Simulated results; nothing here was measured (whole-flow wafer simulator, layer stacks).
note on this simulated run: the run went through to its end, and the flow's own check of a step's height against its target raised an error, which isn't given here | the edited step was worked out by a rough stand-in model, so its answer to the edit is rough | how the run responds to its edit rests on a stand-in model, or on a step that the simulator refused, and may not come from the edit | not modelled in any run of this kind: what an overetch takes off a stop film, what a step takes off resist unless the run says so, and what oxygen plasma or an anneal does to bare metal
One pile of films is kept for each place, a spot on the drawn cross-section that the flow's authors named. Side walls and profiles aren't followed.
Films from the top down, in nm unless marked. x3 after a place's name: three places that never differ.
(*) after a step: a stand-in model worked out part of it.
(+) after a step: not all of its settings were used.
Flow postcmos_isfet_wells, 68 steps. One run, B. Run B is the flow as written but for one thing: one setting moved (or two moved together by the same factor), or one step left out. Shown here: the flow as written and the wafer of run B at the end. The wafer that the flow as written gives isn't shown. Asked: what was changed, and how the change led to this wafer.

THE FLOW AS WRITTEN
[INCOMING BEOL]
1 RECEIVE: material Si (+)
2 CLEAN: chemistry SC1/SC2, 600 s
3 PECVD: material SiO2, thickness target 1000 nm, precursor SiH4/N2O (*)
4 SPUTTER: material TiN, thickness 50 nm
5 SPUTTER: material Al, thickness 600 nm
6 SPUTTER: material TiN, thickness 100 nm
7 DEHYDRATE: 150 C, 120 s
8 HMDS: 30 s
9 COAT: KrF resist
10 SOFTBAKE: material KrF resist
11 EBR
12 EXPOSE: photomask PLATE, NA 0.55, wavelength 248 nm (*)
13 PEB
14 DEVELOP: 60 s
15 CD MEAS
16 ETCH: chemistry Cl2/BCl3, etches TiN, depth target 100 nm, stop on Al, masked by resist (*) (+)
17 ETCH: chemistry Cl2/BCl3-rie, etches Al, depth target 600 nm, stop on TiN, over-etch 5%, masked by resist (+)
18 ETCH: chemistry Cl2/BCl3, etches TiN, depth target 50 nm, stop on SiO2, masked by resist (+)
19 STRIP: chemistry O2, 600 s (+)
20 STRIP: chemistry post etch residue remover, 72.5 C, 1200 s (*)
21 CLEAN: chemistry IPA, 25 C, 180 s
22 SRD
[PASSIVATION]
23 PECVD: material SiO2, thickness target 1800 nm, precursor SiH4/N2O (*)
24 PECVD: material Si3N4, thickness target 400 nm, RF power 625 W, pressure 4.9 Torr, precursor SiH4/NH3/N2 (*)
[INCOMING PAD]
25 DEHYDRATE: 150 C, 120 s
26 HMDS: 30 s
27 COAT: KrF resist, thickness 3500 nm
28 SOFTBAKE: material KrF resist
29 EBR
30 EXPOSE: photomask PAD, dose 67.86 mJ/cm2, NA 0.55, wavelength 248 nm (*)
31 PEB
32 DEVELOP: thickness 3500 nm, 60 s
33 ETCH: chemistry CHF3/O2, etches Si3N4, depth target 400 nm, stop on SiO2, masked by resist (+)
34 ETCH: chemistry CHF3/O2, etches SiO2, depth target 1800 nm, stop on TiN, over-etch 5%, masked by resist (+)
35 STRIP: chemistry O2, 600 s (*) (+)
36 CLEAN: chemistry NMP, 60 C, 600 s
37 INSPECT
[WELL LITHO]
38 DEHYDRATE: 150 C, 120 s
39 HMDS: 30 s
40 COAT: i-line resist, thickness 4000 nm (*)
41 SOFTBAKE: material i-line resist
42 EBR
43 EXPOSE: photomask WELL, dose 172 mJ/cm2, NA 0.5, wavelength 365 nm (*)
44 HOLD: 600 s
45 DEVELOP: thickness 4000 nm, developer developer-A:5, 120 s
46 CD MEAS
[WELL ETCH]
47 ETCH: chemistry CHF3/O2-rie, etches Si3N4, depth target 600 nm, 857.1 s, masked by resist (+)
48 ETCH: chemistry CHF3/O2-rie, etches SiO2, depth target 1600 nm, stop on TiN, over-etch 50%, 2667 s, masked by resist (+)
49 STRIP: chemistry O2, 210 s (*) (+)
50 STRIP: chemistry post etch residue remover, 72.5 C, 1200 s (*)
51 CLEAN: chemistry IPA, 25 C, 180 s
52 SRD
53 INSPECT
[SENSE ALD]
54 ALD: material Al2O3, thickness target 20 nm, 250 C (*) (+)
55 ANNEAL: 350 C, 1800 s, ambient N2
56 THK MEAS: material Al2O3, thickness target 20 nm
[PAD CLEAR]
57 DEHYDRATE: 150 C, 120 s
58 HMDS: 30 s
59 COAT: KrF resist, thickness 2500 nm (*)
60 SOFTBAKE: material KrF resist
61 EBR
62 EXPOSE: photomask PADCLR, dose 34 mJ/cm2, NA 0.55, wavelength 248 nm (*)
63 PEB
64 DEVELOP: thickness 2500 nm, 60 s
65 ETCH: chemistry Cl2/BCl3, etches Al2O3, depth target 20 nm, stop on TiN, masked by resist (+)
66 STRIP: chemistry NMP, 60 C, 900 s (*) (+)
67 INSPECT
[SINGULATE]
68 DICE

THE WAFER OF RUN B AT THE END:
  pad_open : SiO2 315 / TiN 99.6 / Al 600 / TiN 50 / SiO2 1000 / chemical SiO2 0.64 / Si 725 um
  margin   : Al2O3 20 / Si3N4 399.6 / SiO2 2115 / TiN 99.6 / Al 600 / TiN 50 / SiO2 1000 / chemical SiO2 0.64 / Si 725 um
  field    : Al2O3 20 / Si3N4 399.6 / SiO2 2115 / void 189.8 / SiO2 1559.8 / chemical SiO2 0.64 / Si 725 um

The cause: step 23, PECVD: thickness target 2115 nm was run, where the flow has thickness target 1800 nm.
It can be read off the wafer: margin has SiO2 2115, and step 23 as written asks for 1800 nm.

How the change led to this, step by step:
  23 PECVD: material SiO2, thickness target 1800 nm, precursor SiH4/N2O (*)
      margin, well900, well1300 x3, pad_rim, pad_clr, pad_open: SiO2 +2115 (new film) (as written it would be: SiO2 +1800 (new film))
      field: SiO2 +2115 (new film), void +189.8 (new film), SiO2 +559.8 (as written it would be: SiO2 +1800 (new film), void +189.9 (new film), SiO2 +559.7)
  34 ETCH: chemistry CHF3/O2, etches SiO2, depth target 1800 nm, stop on TiN, over-etch 5%, masked by resist (+)
      pad_open: SiO2 -1800 (as written it would be: SiO2 -1800 (all of it))
  48 ETCH: chemistry CHF3/O2-rie, etches SiO2, depth target 1600 nm, stop on TiN, over-etch 50%, 2667 s, masked by resist (+)
      well900, well1300 x3: SiO2 -1915 (all of it) (as written it would be: SiO2 -1600 (all of it))
  59 COAT: KrF resist, thickness 2500 nm (*)
      field: KrF resist +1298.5 (new film) (as written it would be: KrF resist +1449 (new film))
      margin: KrF resist +1298.4 (new film) (as written it would be: KrF resist +1448.9 (new film))
  63 PEB
      field, margin: KrF resist -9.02 (as written it would be: KrF resist -10.1)
  66 STRIP: chemistry NMP, 60 C, 900 s (*) (+)
      field: KrF resist -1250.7 (all of it) (as written it would be: KrF resist -1400.1 (all of it))
      margin: KrF resist -1250.6 (all of it) (as written it would be: KrF resist -1400.1 (all of it))
